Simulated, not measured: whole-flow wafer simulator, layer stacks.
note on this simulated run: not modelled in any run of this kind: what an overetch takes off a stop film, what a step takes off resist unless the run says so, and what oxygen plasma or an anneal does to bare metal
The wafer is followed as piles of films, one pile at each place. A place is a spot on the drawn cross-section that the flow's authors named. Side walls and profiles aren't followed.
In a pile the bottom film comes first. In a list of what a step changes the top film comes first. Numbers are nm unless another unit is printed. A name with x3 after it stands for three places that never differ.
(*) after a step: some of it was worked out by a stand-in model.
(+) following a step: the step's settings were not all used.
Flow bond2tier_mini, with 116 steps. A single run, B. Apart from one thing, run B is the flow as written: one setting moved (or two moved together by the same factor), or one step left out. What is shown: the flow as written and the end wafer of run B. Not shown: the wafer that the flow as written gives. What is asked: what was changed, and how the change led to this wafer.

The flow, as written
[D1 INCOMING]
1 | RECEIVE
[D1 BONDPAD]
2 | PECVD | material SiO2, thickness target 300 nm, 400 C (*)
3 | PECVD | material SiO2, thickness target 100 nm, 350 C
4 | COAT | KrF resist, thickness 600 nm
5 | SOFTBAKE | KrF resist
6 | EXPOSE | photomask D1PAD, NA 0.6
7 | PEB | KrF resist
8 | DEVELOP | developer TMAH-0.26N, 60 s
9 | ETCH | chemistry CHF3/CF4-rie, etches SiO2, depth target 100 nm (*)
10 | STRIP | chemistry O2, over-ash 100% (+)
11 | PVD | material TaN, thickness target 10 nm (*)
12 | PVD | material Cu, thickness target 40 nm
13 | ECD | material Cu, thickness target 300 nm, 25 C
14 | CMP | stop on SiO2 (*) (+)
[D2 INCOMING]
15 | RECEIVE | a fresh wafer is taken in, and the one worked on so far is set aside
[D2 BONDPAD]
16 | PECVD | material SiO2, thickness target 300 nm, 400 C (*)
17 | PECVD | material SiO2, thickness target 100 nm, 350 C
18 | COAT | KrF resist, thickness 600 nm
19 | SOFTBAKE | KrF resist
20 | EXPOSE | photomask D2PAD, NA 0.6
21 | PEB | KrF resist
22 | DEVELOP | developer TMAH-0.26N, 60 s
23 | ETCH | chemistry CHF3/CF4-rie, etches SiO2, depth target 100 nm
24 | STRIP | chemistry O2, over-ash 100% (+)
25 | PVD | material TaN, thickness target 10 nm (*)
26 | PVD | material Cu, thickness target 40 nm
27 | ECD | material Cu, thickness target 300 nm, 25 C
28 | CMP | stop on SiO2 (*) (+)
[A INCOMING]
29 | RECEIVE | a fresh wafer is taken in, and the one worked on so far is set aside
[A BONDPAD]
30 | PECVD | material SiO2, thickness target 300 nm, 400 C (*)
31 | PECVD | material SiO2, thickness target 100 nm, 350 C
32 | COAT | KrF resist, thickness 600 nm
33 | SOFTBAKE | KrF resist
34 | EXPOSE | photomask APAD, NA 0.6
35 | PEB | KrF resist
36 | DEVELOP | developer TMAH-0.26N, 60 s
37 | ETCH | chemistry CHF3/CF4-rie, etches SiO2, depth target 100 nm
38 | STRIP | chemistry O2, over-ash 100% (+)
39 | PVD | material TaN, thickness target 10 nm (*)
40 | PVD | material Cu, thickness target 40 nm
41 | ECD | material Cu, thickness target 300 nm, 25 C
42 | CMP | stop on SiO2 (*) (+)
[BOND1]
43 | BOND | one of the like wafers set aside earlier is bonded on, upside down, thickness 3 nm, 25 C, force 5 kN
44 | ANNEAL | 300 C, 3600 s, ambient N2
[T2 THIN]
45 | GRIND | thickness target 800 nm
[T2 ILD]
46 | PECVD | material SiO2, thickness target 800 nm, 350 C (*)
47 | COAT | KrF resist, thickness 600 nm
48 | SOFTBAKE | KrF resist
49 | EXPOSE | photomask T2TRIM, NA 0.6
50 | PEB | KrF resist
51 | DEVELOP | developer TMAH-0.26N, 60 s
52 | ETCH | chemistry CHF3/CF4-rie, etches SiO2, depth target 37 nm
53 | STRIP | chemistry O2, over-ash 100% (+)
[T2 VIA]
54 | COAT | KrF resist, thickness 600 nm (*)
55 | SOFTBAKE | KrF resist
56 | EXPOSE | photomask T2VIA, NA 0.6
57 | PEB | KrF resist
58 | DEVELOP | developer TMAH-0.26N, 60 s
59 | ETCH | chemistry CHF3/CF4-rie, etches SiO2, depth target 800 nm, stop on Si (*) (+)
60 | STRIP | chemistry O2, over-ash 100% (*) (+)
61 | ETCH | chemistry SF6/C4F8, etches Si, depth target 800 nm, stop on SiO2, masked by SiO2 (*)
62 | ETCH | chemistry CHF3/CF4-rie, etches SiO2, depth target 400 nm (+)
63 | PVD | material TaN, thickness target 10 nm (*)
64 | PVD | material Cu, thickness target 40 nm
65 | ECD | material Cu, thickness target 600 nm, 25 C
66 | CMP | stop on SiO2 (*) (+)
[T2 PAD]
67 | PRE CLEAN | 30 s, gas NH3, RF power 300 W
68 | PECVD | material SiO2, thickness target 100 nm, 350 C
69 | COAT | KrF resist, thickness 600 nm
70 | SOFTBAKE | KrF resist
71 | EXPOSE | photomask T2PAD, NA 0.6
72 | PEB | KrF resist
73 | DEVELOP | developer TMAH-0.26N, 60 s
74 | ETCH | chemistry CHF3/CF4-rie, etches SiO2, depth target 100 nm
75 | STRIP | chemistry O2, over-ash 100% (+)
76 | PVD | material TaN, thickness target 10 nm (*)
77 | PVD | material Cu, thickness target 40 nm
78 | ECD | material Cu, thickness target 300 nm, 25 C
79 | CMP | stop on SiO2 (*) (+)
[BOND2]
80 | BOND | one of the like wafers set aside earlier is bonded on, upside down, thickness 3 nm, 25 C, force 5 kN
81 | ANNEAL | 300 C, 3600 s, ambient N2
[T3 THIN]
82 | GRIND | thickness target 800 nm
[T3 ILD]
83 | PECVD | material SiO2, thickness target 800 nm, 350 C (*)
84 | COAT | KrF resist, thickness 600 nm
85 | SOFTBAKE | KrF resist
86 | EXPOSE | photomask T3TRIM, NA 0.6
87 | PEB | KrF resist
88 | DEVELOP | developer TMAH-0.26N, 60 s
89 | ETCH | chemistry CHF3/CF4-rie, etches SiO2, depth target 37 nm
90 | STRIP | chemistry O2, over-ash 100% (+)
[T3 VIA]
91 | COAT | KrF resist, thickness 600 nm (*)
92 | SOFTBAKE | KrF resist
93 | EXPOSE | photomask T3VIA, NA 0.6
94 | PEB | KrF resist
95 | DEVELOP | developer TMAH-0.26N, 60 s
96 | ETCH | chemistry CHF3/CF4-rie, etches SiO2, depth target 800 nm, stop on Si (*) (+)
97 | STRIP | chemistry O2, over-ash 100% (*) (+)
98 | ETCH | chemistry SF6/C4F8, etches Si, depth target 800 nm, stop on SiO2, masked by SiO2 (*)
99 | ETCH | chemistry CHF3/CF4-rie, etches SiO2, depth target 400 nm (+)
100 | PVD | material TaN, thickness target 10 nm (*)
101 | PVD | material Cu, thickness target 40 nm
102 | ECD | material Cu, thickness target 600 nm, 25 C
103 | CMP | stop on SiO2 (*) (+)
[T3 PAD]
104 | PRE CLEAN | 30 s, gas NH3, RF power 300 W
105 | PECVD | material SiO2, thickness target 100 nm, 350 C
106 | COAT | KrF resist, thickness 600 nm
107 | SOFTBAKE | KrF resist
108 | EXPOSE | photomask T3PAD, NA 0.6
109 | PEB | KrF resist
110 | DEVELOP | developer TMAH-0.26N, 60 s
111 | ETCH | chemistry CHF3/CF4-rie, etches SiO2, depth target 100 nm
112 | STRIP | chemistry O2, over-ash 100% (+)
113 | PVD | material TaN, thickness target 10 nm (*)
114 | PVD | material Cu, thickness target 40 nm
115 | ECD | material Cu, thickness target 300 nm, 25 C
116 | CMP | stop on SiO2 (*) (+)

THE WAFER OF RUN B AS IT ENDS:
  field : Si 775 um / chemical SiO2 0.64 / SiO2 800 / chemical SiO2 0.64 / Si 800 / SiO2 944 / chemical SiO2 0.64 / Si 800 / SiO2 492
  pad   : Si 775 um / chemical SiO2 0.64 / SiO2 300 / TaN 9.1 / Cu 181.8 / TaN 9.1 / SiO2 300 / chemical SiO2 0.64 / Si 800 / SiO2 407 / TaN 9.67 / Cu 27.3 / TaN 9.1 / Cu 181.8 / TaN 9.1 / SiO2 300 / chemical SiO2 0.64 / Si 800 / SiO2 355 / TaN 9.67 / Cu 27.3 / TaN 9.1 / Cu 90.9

Cause: step 62, ETCH: depth target 348 nm was run, though the flow has depth target 400 nm.

How this came from the change, step by step:
  62 | ETCH | chemistry CHF3/CF4-rie, etches SiO2, depth target 400 nm (+)
      field, pad: -348 SiO2 (in the flow as written it would be: -400 SiO2)
